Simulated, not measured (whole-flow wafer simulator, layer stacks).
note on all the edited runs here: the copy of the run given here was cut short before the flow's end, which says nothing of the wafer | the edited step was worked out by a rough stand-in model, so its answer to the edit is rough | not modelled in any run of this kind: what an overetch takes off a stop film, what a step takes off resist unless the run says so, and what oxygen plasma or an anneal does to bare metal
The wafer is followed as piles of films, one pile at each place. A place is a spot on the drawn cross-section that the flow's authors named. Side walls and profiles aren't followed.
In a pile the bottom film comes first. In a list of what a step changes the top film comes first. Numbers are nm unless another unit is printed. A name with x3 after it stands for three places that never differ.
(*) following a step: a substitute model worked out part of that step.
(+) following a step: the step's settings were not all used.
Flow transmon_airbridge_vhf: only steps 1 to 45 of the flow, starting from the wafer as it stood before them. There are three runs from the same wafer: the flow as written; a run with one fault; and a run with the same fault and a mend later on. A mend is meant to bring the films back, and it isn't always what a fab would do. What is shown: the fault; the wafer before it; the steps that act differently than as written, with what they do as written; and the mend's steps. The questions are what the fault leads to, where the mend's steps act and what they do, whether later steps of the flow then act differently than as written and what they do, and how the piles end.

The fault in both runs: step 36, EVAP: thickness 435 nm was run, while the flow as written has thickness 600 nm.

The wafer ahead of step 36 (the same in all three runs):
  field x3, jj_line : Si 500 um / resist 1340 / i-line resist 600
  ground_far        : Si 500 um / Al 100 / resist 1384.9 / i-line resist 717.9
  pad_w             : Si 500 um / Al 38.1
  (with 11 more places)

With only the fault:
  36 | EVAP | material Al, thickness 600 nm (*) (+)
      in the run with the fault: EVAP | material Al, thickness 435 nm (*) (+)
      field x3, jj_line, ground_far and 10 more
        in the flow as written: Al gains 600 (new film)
        in the run with the fault: Al gains 435 (new film)
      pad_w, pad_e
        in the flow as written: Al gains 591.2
        in the run with the fault: Al gains 428.6
  Later steps of the flow acting differently than as written:
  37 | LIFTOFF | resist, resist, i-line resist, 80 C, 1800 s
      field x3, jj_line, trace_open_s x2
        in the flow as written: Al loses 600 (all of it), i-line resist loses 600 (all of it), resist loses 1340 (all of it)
        in the run with the fault: Al loses 435 (all of it), i-line resist loses 600 (all of it), resist loses 1340 (all of it)
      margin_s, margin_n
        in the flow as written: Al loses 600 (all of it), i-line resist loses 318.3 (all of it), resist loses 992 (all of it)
        in the run with the fault: Al loses 435 (all of it), i-line resist loses 318.3 (all of it), resist loses 992 (all of it)
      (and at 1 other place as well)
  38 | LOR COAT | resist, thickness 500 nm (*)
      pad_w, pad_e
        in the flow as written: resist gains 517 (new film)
        in the run with the fault: resist gains 531 (new film)
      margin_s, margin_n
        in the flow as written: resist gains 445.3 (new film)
        in the run with the fault: resist gains 431 (new film)
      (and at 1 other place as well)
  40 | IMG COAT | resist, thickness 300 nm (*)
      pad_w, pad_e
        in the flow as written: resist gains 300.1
        in the run with the fault: resist gains 307.5
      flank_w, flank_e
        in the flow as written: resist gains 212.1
        in the run with the fault: resist gains 217.5
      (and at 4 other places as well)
  The piles end different from the flow's at pad_w, flank_w, gap_w and 7 more by more than 2% or 0.5 nm, whichever is larger.
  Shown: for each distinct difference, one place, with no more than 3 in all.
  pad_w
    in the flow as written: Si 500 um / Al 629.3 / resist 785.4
    in the run with the fault: Si 500 um / Al 466.7 / resist 806.7
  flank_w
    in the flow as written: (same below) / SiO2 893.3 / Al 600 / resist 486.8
    in the run with the fault: (same below) / SiO2 893.3 / Al 435 / resist 496.2
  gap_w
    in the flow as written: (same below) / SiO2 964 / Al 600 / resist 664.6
    in the run with the fault: (same below) / SiO2 964 / Al 435 / resist 676.9

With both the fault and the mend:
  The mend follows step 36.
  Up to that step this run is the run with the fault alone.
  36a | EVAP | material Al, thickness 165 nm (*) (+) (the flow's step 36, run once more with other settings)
      field x3, jj_line, ground_far and 10 more
        Al gains 165
      pad_w, pad_e
        Al gains 162.6
  Every later step of the flow that is run acts as written, at every place that is followed, to within 2% or 0.5 nm, whichever is larger.
  The piles end only slightly different from the flow's at the places that both follow, by no more than 2% or 0.5 nm, whichever is larger.
